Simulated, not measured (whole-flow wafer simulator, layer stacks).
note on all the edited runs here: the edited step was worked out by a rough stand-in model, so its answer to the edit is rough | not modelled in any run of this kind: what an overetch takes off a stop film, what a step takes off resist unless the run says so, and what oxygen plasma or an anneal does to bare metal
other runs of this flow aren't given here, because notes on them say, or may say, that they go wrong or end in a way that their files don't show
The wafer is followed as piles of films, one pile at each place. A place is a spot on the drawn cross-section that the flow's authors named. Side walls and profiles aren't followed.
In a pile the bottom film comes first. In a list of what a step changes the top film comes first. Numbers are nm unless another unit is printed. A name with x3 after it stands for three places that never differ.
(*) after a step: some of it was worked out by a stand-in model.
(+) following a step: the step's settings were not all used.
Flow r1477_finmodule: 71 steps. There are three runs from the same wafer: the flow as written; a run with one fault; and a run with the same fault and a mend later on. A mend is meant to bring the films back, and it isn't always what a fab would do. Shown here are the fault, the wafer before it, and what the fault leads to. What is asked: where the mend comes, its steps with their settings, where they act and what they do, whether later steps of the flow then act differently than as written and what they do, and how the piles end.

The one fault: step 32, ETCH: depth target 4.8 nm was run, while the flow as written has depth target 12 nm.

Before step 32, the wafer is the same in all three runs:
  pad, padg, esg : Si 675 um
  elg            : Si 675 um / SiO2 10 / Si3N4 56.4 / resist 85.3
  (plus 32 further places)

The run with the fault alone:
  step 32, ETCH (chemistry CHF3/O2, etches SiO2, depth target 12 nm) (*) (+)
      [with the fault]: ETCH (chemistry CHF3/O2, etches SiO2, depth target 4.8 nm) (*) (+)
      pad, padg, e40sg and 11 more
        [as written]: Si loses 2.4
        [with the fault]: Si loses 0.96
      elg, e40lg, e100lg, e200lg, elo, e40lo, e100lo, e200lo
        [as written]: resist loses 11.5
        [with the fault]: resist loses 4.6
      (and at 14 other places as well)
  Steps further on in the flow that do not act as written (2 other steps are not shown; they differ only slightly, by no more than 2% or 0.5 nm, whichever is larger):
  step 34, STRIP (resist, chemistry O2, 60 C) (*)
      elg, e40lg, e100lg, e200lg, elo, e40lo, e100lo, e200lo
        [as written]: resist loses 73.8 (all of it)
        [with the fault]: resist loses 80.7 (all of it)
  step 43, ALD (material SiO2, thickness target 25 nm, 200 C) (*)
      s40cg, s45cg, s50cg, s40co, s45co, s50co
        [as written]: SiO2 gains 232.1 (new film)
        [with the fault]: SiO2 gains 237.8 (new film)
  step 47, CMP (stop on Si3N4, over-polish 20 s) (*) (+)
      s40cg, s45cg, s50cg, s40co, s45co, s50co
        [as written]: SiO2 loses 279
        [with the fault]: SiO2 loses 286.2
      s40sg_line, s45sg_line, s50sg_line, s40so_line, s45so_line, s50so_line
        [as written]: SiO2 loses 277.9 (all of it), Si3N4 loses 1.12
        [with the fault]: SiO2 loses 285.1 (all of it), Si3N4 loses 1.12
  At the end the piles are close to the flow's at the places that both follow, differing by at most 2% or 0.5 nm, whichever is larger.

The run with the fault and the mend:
  The mend stands after step 32.
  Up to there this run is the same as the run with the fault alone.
  step 32a, ETCH (chemistry CHF3/O2, etches SiO2, depth target 7.2 nm) (*) (the flow's step 32 again, with other settings)
      pad, padg, e40sg and 11 more
        Si loses 1.44
      elg, e40lg, e100lg, e200lg, elo, e40lo, e100lo, e200lo
        resist loses 6.9
      s40sg_line, s45sg_line, s50sg_line, s40so_line, s45so_line, s50so_line
        SiO2 loses 7.2
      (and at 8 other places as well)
  None of the later steps of the flow differs from how it acts as written, at any place that is followed, by more than 2% or 0.5 nm, whichever is larger.
  At the end the piles are close to the flow's at the places that both follow, differing by at most 2% or 0.5 nm, whichever is larger.
